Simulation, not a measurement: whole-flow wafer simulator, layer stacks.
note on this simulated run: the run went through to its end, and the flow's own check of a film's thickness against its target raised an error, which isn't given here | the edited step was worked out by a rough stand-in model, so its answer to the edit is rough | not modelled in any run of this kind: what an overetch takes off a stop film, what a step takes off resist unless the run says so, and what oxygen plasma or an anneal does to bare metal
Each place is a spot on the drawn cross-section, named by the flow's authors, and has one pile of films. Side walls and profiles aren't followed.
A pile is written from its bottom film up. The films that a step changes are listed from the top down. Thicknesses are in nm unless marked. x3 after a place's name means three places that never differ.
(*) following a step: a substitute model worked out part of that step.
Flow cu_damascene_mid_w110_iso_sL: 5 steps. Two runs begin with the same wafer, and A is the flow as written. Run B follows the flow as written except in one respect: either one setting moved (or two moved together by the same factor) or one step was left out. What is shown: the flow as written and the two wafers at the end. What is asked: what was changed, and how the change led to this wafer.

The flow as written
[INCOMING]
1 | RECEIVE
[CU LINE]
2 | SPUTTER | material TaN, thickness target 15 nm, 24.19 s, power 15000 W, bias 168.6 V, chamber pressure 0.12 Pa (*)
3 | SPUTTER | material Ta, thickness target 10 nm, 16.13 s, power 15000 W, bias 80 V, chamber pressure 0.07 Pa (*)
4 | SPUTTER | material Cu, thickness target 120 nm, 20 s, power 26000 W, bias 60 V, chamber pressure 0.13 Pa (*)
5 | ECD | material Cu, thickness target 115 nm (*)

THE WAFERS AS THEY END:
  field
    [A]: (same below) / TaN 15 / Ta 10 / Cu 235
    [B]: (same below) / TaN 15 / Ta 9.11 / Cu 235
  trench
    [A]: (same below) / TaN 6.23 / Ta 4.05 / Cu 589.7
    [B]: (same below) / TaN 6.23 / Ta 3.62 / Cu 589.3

The reason: step 3, SPUTTER: power 13660 W was run, while the flow as written has power 15000 W.

How this came from the change, step by step:
  3 | SPUTTER | material Ta, thickness target 10 nm, 16.13 s, power 15000 W, bias 80 V, chamber pressure 0.07 Pa (*)
      field: A Ta gains 10 (new film) | B Ta gains 9.11 (new film)
